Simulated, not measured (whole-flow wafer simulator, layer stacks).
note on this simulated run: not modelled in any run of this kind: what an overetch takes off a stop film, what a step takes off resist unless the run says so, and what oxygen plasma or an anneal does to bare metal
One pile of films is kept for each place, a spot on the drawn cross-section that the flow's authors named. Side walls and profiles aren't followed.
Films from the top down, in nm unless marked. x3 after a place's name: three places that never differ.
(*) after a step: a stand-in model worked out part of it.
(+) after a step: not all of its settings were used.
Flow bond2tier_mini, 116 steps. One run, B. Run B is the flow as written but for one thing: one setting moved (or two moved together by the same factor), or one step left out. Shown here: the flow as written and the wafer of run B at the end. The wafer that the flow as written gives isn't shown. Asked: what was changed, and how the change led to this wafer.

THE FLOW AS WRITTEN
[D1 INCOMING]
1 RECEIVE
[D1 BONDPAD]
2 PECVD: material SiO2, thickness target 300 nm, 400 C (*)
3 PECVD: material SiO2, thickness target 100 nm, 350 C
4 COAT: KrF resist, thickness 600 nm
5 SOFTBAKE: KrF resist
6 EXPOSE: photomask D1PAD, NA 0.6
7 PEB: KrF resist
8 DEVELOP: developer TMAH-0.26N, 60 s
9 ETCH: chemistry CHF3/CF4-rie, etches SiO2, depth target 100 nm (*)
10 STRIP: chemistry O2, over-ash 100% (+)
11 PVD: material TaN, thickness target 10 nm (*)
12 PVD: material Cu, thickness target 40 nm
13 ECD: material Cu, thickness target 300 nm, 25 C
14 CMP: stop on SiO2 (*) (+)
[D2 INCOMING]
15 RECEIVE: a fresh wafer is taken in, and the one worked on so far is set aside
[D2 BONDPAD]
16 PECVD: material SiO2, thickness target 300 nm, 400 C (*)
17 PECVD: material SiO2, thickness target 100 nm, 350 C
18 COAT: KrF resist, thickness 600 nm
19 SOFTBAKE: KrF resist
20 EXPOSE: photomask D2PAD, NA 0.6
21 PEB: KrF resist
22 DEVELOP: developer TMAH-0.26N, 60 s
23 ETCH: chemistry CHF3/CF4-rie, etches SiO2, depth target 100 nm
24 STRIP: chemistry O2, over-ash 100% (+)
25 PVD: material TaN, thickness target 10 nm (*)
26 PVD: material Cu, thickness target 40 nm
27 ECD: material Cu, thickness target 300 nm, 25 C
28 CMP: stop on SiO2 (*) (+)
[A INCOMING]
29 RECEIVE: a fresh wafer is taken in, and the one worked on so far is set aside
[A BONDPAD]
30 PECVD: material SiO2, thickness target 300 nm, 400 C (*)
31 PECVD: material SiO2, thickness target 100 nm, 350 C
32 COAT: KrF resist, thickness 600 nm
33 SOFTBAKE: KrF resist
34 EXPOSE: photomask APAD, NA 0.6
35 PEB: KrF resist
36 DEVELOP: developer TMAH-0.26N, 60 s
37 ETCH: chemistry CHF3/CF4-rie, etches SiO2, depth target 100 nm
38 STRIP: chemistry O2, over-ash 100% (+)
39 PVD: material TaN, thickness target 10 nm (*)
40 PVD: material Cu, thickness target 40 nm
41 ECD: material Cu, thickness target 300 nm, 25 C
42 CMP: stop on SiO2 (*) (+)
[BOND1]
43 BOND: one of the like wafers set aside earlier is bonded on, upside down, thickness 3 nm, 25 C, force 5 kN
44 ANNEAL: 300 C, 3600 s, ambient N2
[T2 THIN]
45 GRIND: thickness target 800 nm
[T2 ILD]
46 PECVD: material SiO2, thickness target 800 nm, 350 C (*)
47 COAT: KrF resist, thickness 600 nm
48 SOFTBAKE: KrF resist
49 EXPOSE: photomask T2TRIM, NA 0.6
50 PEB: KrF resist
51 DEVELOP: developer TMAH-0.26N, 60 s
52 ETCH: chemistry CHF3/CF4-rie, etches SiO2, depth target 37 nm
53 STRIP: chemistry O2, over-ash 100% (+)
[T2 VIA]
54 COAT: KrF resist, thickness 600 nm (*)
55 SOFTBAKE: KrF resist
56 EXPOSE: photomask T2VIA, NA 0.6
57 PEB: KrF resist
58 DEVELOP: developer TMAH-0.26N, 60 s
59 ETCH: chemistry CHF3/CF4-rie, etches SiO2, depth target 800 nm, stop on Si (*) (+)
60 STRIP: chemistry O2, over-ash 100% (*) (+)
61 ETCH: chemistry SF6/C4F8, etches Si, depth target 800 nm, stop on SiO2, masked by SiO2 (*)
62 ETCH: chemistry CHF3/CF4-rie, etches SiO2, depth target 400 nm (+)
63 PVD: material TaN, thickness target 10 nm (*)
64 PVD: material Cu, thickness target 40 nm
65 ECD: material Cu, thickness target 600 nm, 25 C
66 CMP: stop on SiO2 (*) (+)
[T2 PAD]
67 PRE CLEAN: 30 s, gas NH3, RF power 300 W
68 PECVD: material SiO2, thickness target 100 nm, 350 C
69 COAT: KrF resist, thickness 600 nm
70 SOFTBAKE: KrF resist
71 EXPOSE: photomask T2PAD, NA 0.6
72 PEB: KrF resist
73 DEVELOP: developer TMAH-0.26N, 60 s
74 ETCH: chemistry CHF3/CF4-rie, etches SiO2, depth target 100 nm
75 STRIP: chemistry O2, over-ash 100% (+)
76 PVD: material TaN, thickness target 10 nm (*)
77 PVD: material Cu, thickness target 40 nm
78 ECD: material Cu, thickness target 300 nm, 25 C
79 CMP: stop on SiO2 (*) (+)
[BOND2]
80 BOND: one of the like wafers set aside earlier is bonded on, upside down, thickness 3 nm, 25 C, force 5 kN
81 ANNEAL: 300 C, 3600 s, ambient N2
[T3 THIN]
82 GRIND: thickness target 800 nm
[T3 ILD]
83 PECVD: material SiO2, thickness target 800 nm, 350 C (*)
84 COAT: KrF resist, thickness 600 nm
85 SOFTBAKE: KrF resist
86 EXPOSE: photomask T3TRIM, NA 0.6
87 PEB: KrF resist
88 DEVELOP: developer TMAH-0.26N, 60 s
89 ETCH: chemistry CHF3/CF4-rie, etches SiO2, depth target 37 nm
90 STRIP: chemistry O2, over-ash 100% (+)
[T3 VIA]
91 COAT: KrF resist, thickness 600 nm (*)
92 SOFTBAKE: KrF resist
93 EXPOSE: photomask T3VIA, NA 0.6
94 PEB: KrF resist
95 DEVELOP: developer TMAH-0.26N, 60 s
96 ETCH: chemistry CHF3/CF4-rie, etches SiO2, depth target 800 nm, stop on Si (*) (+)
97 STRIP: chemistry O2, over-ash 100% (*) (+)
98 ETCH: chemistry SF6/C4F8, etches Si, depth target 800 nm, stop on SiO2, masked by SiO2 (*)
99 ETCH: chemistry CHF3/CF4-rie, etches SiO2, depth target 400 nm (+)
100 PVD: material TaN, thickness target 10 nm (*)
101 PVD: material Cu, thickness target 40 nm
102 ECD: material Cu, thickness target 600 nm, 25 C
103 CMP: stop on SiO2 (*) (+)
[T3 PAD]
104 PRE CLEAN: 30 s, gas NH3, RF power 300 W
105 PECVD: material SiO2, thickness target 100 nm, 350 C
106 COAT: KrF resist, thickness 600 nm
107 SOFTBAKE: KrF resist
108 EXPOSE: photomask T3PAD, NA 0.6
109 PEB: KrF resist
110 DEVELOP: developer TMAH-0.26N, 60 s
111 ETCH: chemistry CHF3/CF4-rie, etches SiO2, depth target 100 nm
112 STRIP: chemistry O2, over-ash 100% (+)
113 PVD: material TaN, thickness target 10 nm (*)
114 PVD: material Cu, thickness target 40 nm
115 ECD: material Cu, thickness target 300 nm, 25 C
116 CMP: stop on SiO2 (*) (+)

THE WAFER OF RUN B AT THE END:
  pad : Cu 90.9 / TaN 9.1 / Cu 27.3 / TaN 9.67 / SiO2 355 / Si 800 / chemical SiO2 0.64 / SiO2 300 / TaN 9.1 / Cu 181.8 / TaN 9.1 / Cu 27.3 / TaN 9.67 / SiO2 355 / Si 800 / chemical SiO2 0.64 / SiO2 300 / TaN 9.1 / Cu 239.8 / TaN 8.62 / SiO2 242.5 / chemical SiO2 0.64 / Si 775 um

The cause: step 37, ETCH: depth target 157.5 nm was run, where the flow has depth target 100 nm.

How the change led to this, step by step:
  37 ETCH: chemistry CHF3/CF4-rie, etches SiO2, depth target 100 nm
      pad, via: SiO2 -157.5 (as written it would be: SiO2 -100)
      field: KrF resist -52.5 (as written it would be: KrF resist -33.3)
  38 STRIP: chemistry O2, over-ash 100% (+)
      field: KrF resist -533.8 (all of it) (as written it would be: KrF resist -552.9 (all of it))
  40 PVD: material Cu, thickness target 40 nm
      pad: Cu +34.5 (new film) (as written it would be: Cu +36.4 (new film))
  41 ECD: material Cu, thickness target 300 nm, 25 C
      pad: Cu +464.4 (as written it would be: Cu +404.5)
      via: Cu +458.1 (as written it would be: Cu +400.2)
